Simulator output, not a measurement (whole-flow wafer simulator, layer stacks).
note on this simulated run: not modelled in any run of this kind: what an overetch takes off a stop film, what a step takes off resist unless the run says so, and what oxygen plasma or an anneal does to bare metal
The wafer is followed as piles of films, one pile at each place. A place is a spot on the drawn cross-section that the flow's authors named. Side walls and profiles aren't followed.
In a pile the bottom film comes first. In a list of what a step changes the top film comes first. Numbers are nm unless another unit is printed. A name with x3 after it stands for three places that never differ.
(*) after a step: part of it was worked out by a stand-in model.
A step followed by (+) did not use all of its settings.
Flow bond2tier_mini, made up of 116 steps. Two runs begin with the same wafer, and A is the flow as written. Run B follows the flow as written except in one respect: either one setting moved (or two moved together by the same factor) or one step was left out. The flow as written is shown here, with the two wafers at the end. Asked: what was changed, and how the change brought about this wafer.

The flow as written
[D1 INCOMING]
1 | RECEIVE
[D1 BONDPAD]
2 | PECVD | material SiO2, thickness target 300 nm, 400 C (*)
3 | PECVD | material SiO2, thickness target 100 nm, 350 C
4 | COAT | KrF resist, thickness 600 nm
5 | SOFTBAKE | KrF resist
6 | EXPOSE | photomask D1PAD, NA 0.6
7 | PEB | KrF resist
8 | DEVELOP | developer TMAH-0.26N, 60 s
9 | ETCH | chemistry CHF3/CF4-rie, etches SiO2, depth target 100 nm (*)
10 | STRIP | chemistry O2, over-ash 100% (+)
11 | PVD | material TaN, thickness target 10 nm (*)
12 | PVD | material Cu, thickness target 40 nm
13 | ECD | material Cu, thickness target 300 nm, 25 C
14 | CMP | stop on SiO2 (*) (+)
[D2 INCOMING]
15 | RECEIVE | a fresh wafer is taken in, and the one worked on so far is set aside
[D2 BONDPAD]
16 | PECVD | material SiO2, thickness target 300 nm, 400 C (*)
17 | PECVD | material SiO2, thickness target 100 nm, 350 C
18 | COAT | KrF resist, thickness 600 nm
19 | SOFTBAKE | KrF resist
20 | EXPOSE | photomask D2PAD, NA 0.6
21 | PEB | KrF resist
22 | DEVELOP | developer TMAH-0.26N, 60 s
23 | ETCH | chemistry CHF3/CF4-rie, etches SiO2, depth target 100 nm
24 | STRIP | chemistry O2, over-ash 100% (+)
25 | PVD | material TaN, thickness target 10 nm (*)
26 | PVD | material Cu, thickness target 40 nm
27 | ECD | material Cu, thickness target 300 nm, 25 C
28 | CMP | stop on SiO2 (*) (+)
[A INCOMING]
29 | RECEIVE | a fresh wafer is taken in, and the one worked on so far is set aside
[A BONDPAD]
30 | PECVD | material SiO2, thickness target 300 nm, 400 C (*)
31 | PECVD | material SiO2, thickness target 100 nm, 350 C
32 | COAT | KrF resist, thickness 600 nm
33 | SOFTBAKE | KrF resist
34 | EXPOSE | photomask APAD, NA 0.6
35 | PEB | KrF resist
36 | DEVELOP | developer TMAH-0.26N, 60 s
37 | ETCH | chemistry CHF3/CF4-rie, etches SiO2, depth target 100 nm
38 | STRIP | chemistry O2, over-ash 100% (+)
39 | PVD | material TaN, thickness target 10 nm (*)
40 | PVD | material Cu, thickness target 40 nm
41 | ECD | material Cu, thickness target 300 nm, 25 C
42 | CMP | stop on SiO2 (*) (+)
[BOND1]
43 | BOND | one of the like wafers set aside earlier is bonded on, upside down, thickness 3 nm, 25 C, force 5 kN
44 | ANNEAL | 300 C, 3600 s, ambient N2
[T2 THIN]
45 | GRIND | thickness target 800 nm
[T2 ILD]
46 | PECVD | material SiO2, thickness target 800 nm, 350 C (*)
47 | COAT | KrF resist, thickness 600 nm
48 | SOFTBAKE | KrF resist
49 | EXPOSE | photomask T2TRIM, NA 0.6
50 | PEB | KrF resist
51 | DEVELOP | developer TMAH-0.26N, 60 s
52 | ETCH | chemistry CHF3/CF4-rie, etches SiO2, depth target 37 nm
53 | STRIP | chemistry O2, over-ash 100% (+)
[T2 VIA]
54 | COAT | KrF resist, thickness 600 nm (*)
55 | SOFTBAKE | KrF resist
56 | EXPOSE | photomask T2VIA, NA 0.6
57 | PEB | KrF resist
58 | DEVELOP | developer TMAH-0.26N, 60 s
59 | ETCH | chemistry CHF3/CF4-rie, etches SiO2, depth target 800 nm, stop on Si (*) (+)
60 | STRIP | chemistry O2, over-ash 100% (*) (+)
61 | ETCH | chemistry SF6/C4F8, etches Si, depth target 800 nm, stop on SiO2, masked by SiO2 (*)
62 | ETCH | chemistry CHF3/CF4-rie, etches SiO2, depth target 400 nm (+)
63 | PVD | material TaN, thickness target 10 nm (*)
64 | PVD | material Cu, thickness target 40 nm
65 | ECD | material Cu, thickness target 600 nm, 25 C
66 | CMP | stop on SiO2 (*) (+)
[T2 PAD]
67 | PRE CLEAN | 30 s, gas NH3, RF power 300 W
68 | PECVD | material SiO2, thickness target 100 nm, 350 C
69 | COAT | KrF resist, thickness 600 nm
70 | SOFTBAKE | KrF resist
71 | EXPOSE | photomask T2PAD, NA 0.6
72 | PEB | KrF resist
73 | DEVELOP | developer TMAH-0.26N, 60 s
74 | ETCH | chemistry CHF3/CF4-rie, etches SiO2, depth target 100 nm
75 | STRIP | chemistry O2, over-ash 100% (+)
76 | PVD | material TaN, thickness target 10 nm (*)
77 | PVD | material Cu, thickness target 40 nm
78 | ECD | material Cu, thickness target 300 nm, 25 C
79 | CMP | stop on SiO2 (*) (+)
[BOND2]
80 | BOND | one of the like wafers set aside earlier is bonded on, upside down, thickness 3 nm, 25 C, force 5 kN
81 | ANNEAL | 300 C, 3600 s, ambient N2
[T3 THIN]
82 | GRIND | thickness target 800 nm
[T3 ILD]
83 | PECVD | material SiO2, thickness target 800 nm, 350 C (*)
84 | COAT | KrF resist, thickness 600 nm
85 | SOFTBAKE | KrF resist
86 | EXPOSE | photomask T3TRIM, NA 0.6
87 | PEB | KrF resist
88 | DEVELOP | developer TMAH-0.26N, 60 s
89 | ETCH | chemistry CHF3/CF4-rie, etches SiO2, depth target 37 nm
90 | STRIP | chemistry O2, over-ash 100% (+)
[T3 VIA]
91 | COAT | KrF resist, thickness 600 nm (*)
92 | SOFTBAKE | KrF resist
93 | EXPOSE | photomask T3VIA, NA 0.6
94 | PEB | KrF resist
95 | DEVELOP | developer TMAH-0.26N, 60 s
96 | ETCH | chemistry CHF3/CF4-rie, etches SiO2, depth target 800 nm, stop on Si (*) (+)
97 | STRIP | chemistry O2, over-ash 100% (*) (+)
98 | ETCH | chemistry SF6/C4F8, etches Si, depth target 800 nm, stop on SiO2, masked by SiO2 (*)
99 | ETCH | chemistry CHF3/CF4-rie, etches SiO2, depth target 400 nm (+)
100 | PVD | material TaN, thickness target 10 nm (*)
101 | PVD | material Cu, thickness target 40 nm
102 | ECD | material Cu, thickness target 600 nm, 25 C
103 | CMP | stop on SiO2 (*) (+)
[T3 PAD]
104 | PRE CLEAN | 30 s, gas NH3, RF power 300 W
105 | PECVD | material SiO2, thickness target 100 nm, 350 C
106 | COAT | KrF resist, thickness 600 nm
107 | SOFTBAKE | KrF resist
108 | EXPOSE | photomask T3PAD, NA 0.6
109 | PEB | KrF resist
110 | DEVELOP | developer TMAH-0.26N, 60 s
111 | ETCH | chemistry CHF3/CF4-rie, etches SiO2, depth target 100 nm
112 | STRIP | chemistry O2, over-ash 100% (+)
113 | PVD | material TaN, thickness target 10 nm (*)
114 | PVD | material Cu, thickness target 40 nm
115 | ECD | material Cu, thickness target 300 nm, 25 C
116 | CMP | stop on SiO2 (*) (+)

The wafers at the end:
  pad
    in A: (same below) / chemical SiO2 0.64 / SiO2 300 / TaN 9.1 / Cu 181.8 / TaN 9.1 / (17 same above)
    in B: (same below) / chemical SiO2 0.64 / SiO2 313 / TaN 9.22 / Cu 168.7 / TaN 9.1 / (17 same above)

The reason: step 37, ETCH: depth target 87 nm was run, while the flow as written has depth target 100 nm.

How this came from the change, step by step:
  37 | ETCH | chemistry CHF3/CF4-rie, etches SiO2, depth target 100 nm
      pad, via: A -100 SiO2 | B -87 SiO2
      field: A -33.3 KrF resist | B -29 KrF resist
  41 | ECD | material Cu, thickness target 300 nm, 25 C
      pad: A +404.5 Cu | B +390.9 Cu
      via: A +400.2 Cu | B +387.1 Cu
